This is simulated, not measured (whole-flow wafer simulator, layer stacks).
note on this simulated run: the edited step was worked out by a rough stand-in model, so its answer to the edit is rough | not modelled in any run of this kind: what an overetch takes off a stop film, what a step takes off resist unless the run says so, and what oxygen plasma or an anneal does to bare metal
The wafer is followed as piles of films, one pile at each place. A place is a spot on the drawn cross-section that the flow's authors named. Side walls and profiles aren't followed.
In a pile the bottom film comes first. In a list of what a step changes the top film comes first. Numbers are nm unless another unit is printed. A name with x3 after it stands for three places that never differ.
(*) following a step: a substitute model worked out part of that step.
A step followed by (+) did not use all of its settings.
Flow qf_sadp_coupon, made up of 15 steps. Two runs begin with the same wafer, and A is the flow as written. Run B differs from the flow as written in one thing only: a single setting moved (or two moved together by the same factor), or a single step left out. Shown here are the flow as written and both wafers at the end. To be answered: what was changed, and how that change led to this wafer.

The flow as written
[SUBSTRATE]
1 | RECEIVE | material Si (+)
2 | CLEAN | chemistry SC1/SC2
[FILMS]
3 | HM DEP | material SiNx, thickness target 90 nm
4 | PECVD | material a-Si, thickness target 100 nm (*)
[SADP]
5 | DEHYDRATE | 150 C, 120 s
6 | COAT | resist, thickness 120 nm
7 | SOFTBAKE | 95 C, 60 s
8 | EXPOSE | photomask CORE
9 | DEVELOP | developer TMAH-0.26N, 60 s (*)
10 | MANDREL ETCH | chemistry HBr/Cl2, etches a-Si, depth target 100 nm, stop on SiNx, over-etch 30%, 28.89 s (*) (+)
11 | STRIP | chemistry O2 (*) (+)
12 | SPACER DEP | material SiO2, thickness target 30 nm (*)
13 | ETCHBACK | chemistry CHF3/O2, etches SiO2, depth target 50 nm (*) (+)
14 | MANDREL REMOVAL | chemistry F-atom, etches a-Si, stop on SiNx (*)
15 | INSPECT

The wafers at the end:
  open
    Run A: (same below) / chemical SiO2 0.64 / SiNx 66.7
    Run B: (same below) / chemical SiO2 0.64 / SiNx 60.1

What caused this: step 4, PECVD: thickness target 54 nm was run, though the flow has thickness target 100 nm.

The path from the change to this, step by step:
  4 | PECVD | material a-Si, thickness target 100 nm (*)
      m, open: A +100 a-Si (new film) | B +54 a-Si (new film)
  10 | MANDREL ETCH | chemistry HBr/Cl2, etches a-Si, depth target 100 nm, stop on SiNx, over-etch 30%, 28.89 s (*) (+)
      open: A -100 a-Si (all of it), -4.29 SiNx | B -54 a-Si (all of it), -10.9 SiNx
  14 | MANDREL REMOVAL | chemistry F-atom, etches a-Si, stop on SiNx (*)
      m: A -95.8 a-Si (all of it) | B -49.8 a-Si (all of it)
